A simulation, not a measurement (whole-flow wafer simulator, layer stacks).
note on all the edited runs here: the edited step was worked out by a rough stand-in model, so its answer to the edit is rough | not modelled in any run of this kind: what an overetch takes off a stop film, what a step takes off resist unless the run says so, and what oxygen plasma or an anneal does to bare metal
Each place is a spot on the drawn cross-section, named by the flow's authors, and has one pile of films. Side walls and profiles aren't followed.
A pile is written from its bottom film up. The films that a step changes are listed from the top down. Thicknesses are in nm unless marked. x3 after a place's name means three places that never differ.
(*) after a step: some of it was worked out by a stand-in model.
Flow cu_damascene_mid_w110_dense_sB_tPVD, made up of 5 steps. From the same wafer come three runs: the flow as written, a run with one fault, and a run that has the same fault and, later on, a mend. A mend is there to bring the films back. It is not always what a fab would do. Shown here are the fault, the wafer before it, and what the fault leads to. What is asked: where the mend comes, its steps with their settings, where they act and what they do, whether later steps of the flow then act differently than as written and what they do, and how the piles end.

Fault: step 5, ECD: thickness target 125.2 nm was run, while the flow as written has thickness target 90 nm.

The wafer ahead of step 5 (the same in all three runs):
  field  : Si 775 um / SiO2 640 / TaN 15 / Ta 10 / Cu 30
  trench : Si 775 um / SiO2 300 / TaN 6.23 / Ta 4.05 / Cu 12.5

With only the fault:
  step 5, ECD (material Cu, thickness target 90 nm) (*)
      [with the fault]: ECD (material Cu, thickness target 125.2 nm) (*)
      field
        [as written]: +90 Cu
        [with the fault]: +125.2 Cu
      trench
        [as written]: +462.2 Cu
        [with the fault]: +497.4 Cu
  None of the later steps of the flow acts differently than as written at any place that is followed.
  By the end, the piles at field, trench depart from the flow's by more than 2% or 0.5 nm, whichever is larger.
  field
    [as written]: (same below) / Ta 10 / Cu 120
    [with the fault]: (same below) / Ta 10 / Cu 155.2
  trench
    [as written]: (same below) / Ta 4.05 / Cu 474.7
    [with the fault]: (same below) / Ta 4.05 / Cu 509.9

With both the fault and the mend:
  After step 5 comes the mend.
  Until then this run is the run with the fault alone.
  step 5a, ETCH (chemistry cu recess dil, depth target 35.2 nm)
      field, trench
        -35.2 Cu
  None of the later steps of the flow acts differently than as written at any place that is followed.
  By the end, the piles equal the flow's at every place that both follow.
